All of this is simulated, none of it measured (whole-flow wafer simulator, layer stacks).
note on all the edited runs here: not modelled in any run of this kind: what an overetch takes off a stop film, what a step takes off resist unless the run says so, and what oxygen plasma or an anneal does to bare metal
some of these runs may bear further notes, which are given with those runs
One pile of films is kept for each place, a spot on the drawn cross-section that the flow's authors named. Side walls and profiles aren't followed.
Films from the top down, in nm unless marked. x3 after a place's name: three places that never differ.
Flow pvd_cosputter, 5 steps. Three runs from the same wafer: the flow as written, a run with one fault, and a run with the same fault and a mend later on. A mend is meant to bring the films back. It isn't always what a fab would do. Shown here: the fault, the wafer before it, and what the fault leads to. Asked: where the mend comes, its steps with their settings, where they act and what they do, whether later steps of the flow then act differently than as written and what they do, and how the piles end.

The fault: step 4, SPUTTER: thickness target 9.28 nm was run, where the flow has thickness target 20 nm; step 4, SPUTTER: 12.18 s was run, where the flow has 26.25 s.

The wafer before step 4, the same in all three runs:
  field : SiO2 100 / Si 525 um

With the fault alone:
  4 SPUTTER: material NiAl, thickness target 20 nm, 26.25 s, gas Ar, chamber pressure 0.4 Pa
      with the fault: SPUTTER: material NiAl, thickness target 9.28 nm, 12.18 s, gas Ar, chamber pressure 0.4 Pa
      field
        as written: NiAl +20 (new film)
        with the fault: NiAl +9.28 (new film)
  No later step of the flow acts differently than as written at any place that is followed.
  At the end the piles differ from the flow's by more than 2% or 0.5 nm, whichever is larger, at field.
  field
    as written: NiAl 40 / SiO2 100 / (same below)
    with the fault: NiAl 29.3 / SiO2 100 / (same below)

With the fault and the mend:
  The mend comes after step 4.
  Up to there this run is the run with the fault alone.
  4a SPUTTER: material NiAl, thickness target 10.72 nm, 14.07 s, gas Ar, chamber pressure 0.4 Pa (the flow's step 4 once more, with other settings)
      field
        NiAl +10.7
  No later step of the flow acts differently than as written at any place that is followed.
  At the end the piles are the same as the flow's at every place that both follow.
